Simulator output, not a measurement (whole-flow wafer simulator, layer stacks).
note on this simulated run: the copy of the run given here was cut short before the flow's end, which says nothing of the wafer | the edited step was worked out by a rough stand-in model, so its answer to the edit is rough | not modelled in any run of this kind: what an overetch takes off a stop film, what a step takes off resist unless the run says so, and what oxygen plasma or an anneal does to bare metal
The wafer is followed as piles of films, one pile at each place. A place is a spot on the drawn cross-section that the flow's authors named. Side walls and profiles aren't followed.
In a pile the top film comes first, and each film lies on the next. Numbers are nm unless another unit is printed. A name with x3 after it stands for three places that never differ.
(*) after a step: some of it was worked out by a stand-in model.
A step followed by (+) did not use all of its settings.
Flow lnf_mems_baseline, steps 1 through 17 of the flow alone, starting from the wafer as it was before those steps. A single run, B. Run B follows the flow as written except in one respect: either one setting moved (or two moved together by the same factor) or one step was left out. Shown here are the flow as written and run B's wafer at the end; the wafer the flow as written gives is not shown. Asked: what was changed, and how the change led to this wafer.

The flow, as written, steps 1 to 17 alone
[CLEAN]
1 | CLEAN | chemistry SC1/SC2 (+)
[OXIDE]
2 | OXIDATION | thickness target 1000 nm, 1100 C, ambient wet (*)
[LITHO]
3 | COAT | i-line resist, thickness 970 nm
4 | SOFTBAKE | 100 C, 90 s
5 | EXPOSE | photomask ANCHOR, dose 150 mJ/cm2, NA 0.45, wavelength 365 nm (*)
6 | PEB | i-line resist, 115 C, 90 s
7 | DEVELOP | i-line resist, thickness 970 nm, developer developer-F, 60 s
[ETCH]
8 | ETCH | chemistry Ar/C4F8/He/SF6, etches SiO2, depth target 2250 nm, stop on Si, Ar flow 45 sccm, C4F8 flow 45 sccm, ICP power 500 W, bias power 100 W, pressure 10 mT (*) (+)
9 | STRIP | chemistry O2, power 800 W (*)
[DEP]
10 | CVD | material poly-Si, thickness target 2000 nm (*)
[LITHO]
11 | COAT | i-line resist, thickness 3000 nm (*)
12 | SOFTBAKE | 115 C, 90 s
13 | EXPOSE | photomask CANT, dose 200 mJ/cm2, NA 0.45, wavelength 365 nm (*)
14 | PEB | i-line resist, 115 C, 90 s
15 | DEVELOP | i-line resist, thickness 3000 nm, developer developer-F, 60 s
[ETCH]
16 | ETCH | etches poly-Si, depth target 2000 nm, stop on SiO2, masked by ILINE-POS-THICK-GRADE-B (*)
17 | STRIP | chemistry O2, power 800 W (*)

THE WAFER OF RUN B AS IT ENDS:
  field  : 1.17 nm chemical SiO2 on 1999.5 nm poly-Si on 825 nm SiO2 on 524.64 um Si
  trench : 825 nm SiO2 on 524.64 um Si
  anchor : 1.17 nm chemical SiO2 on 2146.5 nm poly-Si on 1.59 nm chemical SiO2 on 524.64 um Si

Cause: step 2, OXIDATION: thickness target 825 nm was run, whereas the flow has thickness target 1000 nm.
The wafer itself shows it: field has SiO2 825, and step 2 as written asks for 1000 nm.

Step by step, how the change led to this:
  2 | OXIDATION | thickness target 1000 nm, 1100 C, ambient wet (*)
      field, anchor, beam, trench, char_slit: +825 SiO2 (new film), -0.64 chemical SiO2 (all of it), -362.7 Si (as written it would have been: +1000 SiO2 (new film), -0.64 chemical SiO2 (all of it), -439.7 Si)
  8 | ETCH | chemistry Ar/C4F8/He/SF6, etches SiO2, depth target 2250 nm, stop on Si, Ar flow 45 sccm, C4F8 flow 45 sccm, ICP power 500 W, bias power 100 W, pressure 10 mT (*) (+)
      field, beam, trench, char_slit: -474 i-line resist (as written it would have been: -561.5 i-line resist)
      anchor: -825 SiO2 (all of it) (as written it would have been: -1000 SiO2 (all of it))
  9 | STRIP | chemistry O2, power 800 W (*)
      field, beam, trench, char_slit: -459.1 i-line resist (all of it) (as written it would have been: -371.6 i-line resist (all of it))
  10 | CVD | material poly-Si, thickness target 2000 nm (*)
      anchor: +2147 poly-Si (new film) (as written it would have been: +2322 poly-Si (new film))
